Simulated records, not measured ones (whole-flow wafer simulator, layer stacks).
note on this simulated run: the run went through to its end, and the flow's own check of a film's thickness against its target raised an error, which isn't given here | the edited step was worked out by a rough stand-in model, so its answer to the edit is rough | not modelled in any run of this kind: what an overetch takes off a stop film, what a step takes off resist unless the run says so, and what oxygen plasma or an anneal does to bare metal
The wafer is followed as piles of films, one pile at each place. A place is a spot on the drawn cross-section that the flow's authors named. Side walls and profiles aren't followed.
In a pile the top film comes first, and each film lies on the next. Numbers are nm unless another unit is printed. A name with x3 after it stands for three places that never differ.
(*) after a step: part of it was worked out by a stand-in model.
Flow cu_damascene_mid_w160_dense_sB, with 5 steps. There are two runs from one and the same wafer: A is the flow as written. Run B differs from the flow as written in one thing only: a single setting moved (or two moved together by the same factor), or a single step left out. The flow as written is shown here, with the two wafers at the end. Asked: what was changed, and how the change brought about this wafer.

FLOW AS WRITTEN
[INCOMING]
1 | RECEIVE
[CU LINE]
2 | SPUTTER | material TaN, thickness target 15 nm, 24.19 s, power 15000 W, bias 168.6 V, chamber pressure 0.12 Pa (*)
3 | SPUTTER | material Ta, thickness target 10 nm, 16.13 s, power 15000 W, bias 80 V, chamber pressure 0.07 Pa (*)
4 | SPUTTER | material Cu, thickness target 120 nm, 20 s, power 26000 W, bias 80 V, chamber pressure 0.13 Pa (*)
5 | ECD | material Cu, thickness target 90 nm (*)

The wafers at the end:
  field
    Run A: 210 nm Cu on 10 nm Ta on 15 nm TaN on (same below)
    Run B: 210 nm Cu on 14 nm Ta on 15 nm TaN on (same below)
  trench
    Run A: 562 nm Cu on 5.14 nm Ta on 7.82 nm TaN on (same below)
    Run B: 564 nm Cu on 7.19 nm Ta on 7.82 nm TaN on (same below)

What caused this: step 3, SPUTTER: thickness target 14 nm was run, while the flow as written has thickness target 10 nm.
The wafer itself shows it: field has Ta 14, and step 3 as written asks for 10 nm.

Step by step, how the change led to this:
  3 | SPUTTER | material Ta, thickness target 10 nm, 16.13 s, power 15000 W, bias 80 V, chamber pressure 0.07 Pa (*)
      field: A Ta gains 10 (new film) | B Ta gains 14 (new film)
      trench: A Ta gains 5.14 (new film) | B Ta gains 7.19 (new film)
